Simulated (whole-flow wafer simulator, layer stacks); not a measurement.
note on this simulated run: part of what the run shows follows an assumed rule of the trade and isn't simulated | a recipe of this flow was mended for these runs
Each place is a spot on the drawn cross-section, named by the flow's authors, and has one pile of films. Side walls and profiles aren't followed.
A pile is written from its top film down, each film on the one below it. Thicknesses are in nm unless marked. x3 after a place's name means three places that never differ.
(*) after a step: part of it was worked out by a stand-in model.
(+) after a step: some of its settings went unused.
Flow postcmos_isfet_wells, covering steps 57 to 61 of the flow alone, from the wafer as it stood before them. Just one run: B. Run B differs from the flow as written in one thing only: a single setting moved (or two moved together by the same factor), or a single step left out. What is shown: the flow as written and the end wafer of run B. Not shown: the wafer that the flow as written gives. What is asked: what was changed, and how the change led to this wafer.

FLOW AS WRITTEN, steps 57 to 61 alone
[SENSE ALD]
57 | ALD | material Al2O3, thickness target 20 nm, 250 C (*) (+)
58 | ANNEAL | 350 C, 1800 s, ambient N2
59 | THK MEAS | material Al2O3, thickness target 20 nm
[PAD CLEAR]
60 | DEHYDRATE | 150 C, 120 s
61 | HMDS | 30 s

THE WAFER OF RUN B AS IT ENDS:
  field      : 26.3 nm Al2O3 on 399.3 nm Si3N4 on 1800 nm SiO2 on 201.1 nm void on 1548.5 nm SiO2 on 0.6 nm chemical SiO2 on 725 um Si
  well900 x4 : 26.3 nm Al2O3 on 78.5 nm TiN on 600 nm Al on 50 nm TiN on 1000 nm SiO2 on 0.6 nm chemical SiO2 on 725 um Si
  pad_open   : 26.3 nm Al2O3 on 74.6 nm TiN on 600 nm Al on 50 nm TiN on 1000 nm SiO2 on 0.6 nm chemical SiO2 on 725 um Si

What caused this: step 57, ALD: thickness target 26.31 nm was run, while the flow as written has thickness target 20 nm.
The wafer lets one read it off: field has Al2O3 26.3, and step 57 as written asks for 20 nm.

The path from the change to this, step by step:
  57 | ALD | material Al2O3, thickness target 20 nm, 250 C (*) (+)
      field, margin x3, well900 x4, pad_open: +26.3 Al2O3 (new film) (it would be, as written: +20 Al2O3 (new film))
